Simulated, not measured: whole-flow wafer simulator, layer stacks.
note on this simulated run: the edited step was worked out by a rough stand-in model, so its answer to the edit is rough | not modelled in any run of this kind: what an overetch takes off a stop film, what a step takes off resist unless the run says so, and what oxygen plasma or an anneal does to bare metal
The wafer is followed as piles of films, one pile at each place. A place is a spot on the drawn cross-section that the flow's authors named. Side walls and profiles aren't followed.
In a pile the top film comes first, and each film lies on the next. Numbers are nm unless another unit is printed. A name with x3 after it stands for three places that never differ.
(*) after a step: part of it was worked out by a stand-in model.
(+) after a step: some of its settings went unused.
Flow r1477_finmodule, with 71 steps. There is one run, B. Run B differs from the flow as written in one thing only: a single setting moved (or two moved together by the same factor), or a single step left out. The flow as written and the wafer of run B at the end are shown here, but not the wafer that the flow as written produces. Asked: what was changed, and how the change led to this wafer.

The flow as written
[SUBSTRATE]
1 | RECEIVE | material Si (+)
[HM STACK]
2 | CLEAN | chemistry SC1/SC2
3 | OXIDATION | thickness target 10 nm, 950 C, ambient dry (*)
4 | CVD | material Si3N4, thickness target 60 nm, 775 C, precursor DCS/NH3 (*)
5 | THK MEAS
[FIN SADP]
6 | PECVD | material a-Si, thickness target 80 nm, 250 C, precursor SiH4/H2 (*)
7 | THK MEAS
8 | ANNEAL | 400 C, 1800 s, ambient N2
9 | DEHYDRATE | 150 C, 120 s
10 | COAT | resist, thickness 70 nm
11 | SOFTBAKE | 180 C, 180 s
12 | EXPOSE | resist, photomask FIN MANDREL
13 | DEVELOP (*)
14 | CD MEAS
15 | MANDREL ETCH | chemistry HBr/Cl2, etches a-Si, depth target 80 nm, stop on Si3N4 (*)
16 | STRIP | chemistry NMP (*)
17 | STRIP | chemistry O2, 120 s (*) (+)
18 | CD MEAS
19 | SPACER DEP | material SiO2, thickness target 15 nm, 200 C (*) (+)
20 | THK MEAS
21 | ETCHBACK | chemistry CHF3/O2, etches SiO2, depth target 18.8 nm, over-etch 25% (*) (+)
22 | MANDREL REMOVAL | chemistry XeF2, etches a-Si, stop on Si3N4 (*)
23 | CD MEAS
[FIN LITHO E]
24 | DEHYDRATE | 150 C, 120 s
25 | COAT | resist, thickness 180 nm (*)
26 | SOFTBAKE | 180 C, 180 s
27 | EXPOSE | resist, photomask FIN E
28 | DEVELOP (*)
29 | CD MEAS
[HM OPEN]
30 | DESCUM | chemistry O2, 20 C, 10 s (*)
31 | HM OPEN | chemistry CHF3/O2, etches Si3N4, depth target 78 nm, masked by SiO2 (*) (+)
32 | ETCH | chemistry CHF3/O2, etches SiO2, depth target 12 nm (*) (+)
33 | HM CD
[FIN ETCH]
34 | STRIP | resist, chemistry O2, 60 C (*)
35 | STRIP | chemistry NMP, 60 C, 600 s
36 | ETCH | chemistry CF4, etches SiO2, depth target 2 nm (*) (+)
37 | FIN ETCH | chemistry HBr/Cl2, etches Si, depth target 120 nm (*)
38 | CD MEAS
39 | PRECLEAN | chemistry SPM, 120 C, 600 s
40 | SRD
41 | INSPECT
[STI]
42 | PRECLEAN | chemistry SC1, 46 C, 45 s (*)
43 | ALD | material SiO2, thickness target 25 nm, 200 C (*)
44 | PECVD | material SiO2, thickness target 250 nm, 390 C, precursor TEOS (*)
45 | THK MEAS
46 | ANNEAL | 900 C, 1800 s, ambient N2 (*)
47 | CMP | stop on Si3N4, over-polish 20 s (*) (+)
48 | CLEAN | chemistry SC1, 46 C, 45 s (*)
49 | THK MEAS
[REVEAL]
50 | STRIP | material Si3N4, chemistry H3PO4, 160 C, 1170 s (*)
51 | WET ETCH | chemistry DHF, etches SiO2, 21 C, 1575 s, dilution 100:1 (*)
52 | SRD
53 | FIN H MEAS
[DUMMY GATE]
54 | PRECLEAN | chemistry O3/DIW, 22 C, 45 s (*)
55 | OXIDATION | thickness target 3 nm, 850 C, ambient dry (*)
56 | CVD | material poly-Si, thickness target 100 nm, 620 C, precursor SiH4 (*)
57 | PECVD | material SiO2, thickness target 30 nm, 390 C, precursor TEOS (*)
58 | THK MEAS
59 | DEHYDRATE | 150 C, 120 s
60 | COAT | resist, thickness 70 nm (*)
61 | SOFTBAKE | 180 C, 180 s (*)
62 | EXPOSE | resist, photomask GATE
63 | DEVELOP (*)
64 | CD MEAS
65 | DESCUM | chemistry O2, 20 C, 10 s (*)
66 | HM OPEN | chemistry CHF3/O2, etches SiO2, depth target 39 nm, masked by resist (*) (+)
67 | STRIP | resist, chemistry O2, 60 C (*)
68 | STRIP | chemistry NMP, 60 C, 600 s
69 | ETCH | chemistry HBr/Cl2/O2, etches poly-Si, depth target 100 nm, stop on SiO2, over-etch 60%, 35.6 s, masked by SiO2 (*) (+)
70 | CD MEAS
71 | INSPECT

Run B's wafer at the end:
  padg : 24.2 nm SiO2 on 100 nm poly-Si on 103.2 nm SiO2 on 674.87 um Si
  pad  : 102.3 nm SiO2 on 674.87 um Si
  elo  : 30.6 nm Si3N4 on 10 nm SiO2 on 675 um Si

Cause: step 69, ETCH: depth target 110 nm was run, whereas the flow has depth target 100 nm.

Step by step, how the change led to this:
  69 | ETCH | chemistry HBr/Cl2/O2, etches poly-Si, depth target 100 nm, stop on SiO2, over-etch 60%, 35.6 s, masked by SiO2 (*) (+)
      padg, elg, esg and 15 more: SiO2 loses 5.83 (in the flow as written it would be: SiO2 loses 5.3)
      pad, eso, e40so and 8 more: chemical SiO2 loses 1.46 (all of it), poly-Si loses 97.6 (all of it), SiO2 loses 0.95 (in the flow as written it would be: chemical SiO2 loses 1.46 (all of it), poly-Si loses 97.6 (all of it), SiO2 loses 0.42)
      (also at 4 further places)
